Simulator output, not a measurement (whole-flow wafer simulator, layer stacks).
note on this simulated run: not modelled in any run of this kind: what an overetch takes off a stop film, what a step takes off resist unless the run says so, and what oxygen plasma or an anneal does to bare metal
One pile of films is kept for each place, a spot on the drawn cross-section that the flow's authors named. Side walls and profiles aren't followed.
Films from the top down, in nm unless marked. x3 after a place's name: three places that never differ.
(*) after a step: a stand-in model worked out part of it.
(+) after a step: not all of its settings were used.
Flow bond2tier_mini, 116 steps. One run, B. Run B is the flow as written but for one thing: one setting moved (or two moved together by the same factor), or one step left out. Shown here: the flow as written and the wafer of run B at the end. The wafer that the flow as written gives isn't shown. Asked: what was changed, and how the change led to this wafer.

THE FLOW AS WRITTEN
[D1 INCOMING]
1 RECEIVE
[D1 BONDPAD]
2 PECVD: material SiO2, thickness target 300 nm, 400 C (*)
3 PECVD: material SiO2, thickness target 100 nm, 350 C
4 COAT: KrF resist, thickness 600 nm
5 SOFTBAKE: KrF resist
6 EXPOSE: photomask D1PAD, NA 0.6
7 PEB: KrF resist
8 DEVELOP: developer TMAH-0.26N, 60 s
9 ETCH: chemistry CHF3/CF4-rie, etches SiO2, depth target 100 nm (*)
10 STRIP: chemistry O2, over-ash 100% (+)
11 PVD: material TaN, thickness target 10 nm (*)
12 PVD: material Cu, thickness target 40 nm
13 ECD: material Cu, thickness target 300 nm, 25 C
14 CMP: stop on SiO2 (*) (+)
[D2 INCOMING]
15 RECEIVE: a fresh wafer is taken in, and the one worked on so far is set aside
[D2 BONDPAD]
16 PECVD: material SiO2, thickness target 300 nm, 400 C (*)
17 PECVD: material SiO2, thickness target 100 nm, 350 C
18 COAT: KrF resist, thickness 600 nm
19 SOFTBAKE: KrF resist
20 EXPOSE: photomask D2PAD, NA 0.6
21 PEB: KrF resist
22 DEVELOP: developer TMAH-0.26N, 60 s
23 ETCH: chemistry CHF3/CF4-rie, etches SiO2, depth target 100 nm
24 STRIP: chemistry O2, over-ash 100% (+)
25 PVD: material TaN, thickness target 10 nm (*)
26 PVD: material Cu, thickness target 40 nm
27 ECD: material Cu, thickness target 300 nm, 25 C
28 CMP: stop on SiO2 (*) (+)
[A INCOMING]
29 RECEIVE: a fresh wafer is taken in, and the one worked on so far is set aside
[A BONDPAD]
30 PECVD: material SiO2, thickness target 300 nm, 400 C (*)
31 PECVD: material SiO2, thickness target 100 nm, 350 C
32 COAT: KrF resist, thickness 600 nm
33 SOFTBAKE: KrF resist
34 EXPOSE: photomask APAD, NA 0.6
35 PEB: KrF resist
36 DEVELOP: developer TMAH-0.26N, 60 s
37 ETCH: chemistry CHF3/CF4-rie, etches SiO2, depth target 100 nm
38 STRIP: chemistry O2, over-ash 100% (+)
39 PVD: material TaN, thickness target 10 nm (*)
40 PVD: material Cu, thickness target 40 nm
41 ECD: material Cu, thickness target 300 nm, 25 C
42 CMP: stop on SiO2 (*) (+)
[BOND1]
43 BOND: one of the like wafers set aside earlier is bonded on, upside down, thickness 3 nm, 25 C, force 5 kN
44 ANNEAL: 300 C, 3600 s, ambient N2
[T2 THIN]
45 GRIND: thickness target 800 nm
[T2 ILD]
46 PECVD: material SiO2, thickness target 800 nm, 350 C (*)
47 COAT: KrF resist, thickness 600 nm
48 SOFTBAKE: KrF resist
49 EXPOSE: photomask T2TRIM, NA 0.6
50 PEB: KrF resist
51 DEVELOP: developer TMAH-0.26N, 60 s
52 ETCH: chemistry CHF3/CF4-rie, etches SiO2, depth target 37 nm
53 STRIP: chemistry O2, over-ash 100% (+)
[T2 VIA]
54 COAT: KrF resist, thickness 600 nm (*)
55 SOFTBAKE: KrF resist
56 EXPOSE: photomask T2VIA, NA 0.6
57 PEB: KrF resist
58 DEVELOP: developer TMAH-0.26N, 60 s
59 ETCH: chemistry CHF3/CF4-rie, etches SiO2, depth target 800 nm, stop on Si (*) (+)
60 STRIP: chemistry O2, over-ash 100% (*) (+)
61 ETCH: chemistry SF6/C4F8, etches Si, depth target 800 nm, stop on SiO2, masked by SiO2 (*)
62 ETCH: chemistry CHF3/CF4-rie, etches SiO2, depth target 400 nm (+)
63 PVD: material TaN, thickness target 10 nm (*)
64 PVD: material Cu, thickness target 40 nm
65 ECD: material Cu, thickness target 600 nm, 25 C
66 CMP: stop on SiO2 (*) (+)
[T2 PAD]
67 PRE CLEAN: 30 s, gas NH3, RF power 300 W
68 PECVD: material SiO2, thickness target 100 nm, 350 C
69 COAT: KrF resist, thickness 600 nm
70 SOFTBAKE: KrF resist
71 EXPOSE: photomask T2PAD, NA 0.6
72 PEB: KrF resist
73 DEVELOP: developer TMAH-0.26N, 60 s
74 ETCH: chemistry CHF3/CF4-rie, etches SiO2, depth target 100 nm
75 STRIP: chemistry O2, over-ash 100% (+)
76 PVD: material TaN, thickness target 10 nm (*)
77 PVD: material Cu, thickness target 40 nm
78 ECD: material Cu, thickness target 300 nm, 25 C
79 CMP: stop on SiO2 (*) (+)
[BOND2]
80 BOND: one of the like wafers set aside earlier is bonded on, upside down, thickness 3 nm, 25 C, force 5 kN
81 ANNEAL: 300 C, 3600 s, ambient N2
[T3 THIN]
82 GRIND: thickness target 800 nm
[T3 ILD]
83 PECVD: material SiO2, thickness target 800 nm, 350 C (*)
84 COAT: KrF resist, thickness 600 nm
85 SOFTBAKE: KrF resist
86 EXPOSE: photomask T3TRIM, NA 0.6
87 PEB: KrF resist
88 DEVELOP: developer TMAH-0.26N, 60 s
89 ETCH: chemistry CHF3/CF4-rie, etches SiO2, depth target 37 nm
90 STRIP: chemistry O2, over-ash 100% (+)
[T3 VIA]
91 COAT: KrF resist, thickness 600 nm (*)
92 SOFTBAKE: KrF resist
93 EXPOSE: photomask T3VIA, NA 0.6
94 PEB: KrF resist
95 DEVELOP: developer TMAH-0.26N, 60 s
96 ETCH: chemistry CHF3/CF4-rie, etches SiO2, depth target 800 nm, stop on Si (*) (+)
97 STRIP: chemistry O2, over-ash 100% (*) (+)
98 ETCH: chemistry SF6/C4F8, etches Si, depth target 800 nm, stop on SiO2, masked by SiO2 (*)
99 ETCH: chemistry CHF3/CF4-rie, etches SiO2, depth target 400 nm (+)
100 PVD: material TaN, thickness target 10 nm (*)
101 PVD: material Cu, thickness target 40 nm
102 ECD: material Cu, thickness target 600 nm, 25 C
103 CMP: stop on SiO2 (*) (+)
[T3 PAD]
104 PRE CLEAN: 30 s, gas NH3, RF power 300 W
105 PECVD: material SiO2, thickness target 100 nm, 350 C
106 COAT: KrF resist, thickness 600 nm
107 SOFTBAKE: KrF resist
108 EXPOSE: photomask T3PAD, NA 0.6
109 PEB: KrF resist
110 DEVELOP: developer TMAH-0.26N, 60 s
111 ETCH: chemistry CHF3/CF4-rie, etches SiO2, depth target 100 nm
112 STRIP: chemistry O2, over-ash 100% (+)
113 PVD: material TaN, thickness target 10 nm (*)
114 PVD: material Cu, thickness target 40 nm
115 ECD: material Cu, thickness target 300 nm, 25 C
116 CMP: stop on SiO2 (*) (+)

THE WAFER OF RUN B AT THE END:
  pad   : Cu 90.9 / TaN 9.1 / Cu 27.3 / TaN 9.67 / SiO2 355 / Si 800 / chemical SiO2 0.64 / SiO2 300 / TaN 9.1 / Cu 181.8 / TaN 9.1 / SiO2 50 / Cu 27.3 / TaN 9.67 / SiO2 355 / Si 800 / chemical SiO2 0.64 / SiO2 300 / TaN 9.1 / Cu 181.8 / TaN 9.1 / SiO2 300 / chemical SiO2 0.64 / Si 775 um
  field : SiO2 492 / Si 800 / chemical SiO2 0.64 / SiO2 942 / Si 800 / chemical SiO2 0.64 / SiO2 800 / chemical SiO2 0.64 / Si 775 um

The cause: step 68, PECVD: thickness target 150 nm was run, where the flow has thickness target 100 nm.

How the change led to this, step by step:
  68 PECVD: material SiO2, thickness target 100 nm, 350 C
      field: SiO2 +150 (as written it would be: SiO2 +100)
      pad: SiO2 +150 (new film) (as written it would be: SiO2 +100 (new film))
  74 ETCH: chemistry CHF3/CF4-rie, etches SiO2, depth target 100 nm
      pad: SiO2 -100 (as written it would be: SiO2 -100 (all of it))
Counting metal films that touch as one body, pad has 4 bodies (between them, from the top down: SiO2 355 / Si 800 / chemical SiO2 0.64 / SiO2 300; SiO2 50; SiO2 355 / Si 800 / chemical SiO2 0.64 / SiO2 300); the flow as written gives 3 bodies (between them, from the top down: SiO2 355 / Si 800 / chemical SiO2 0.64 / SiO2 300; SiO2 355 / Si 800 / chemical SiO2 0.64 / SiO2 300).
